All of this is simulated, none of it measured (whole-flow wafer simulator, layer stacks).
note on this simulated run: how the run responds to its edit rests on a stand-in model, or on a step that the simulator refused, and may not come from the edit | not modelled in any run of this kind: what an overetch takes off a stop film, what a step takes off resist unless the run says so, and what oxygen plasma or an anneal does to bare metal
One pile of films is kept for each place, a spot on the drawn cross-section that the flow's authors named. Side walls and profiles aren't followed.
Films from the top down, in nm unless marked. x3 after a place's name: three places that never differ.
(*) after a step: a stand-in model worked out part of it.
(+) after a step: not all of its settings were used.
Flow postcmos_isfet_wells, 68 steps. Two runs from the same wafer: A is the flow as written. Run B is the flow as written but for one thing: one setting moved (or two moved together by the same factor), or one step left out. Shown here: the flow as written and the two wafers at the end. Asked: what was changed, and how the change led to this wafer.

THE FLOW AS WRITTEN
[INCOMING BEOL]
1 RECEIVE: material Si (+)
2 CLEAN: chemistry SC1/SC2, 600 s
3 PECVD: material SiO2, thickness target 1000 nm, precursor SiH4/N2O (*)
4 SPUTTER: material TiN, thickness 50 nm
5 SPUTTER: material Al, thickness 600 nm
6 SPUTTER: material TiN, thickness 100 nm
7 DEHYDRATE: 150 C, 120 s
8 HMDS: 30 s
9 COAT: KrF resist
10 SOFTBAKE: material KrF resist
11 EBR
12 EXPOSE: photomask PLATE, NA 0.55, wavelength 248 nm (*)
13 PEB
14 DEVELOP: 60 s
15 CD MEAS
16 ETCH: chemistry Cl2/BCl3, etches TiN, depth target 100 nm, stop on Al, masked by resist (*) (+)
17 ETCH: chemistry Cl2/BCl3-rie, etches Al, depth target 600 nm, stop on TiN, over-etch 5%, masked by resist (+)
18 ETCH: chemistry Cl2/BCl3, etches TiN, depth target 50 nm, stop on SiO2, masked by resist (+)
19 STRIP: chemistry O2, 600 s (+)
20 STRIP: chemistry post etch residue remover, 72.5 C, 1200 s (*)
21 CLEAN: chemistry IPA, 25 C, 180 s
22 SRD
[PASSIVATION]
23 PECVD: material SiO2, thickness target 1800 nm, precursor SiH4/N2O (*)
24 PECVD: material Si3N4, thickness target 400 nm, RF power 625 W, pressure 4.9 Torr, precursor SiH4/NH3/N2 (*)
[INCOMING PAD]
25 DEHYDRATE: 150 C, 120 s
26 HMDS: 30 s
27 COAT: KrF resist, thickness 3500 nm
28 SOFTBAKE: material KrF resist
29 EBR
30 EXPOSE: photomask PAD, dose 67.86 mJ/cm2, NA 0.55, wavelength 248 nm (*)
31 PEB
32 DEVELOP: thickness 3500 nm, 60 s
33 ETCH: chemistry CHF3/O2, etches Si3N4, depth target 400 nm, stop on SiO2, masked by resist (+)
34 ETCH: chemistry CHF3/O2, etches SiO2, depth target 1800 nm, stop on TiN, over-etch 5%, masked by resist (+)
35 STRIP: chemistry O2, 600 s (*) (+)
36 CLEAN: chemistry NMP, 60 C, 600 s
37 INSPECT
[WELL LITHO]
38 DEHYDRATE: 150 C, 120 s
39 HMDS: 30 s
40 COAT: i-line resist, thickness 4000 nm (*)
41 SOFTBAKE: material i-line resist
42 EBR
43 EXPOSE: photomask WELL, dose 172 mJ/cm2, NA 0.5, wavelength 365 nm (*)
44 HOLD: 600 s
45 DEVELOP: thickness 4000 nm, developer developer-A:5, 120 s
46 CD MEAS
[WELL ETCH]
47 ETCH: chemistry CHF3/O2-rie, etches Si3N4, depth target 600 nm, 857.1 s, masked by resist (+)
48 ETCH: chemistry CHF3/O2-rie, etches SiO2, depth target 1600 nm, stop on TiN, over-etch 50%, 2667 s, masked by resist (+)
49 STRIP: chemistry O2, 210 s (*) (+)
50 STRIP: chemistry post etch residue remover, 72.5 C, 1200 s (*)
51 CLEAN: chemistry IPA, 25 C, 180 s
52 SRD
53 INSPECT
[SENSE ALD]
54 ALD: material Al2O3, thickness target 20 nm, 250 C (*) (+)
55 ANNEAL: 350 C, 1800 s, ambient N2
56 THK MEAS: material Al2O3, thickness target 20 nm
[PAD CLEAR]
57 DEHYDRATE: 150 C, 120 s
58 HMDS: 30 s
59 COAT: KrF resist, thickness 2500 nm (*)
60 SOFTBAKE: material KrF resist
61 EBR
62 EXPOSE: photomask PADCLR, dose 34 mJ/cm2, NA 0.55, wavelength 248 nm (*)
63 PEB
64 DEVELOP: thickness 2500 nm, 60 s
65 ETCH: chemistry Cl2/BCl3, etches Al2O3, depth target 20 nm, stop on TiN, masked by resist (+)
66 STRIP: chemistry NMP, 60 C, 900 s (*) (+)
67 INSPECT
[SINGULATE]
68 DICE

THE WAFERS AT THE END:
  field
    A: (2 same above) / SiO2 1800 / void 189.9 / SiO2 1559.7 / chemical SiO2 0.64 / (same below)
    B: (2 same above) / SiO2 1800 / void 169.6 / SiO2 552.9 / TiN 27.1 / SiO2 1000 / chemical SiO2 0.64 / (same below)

The cause: step 18, ETCH: depth target 22.5 nm was run, where the flow has depth target 50 nm.

How the change led to this, step by step:
  18 ETCH: chemistry Cl2/BCl3, etches TiN, depth target 50 nm, stop on SiO2, masked by resist (+)
      field: A TiN -50 (all of it) | B TiN -22.5
      margin, well900, well1300 x3, pad_rim, pad_clr, pad_open: A KrF resist -20 | B KrF resist -9
  23 PECVD: material SiO2, thickness target 1800 nm, precursor SiH4/N2O (*)
      field: A SiO2 +1800 (new film), void +189.9 (new film), SiO2 +559.7 | B SiO2 +1800 (new film), void +169.6 (new film), SiO2 +552.9 (new film)
Counting metal films that touch as one body, field has 1 body; the flow as written gives 0 bodies.
